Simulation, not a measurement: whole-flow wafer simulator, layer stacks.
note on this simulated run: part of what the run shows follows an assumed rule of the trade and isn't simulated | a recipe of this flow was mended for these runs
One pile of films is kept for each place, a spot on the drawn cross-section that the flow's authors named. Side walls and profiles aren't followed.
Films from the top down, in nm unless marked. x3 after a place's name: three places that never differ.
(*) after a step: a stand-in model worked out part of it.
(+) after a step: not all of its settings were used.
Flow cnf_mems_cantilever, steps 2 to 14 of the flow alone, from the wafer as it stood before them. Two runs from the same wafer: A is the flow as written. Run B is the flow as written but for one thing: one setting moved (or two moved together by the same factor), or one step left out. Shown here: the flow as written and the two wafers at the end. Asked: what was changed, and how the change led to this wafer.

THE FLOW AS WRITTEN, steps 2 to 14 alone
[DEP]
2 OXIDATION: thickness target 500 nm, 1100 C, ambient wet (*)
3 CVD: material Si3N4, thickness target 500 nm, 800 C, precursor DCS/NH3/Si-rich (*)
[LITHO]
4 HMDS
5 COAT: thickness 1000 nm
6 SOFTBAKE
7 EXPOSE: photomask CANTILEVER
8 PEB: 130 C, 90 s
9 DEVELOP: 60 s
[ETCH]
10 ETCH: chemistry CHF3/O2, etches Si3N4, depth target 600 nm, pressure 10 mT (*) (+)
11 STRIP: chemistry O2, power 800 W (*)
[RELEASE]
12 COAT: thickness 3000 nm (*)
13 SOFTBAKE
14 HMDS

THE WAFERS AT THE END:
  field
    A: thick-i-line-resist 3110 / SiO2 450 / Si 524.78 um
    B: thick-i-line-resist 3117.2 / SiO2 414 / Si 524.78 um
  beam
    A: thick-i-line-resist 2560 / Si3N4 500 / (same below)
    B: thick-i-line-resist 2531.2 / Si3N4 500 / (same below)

The cause: step 10, ETCH: depth target 672 nm was run, where the flow has depth target 600 nm.

How the change led to this, step by step:
  10 ETCH: chemistry CHF3/O2, etches Si3N4, depth target 600 nm, pressure 10 mT (*) (+)
      field: A Si3N4 -500 (all of it), SiO2 -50 | B Si3N4 -500 (all of it), SiO2 -86
      beam: A KrF-resist -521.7 | B KrF-resist -584.3
  11 STRIP: chemistry O2, power 800 W (*)
      beam: A KrF-resist -460.9 (all of it) | B KrF-resist -398.3 (all of it)
  13 SOFTBAKE
      field: A thick-i-line-resist +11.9 | B thick-i-line-resist +12.8
      beam: A thick-i-line-resist -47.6 | B thick-i-line-resist -51.3
